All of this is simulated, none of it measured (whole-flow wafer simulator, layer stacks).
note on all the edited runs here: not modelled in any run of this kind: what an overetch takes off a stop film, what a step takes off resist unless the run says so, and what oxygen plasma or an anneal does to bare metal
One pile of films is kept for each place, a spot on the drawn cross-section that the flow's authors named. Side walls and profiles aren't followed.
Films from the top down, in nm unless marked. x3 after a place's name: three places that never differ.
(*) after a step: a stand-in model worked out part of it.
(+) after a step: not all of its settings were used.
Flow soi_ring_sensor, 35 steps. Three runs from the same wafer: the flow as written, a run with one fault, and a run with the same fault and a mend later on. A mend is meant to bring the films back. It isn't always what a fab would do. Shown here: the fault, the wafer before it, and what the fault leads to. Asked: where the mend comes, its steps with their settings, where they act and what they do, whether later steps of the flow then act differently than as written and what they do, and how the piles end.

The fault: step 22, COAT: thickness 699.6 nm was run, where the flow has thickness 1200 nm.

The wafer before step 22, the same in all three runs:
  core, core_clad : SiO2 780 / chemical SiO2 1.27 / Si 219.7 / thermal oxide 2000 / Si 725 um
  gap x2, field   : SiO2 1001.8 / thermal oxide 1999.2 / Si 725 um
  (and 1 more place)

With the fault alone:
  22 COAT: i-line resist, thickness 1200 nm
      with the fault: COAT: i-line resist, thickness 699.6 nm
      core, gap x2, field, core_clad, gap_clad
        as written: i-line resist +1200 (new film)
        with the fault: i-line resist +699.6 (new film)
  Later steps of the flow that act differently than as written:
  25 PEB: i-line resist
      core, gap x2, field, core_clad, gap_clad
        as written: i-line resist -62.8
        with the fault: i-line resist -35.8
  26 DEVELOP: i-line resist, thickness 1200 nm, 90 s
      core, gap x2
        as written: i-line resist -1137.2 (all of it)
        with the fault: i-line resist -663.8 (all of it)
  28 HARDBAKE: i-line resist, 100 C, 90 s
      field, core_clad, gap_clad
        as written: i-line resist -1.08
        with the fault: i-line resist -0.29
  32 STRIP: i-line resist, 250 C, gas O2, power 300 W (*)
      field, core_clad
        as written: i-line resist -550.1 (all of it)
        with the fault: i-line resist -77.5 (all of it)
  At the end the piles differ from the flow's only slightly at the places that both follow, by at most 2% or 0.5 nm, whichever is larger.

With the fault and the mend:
  The mend comes after step 28.
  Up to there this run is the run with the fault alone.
  28a STRIP: gas O2, power 300 W (+) (the flow's step 14 once more, with other settings)
      field, core_clad, gap_clad
        i-line resist -663.5 (all of it)
  28b DEHYDRATE: 150 C, 120 s (the flow's step 20 once more)
      changes no film at any place that is followed
  28c HMDS: 120 C, 60 s (the flow's step 21 once more)
      changes no film at any place that is followed
  28d COAT: i-line resist, thickness 1200 nm (the flow's step 22 once more)
      core, gap x2, field, core_clad, gap_clad
        i-line resist +1200 (new film)
  28e SOFTBAKE: i-line resist (the flow's step 23 once more)
      changes no film at any place that is followed
  28f EXPOSE: photomask WINDOW, dose 101 mJ/cm2, NA 0.5, wavelength 365 nm (*) (the flow's step 24 once more)
      changes no film at any place that is followed
  28g PEB: i-line resist (the flow's step 25 once more)
      core, gap x2, field, core_clad, gap_clad
        i-line resist -62.8
  28h DEVELOP: i-line resist, 90 s (the flow's step 26 once more, with other settings)
      core, gap x2
        i-line resist -1137.2 (all of it)
      field, core_clad, gap_clad
        i-line resist -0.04
  28i HARDBAKE: i-line resist, 100 C, 90 s (the flow's step 28 once more)
      field, core_clad, gap_clad
        i-line resist -1.08
  No later step of the flow acts differently than as written at any place that is followed.
  At the end the piles are the same as the flow's at every place that both follow.
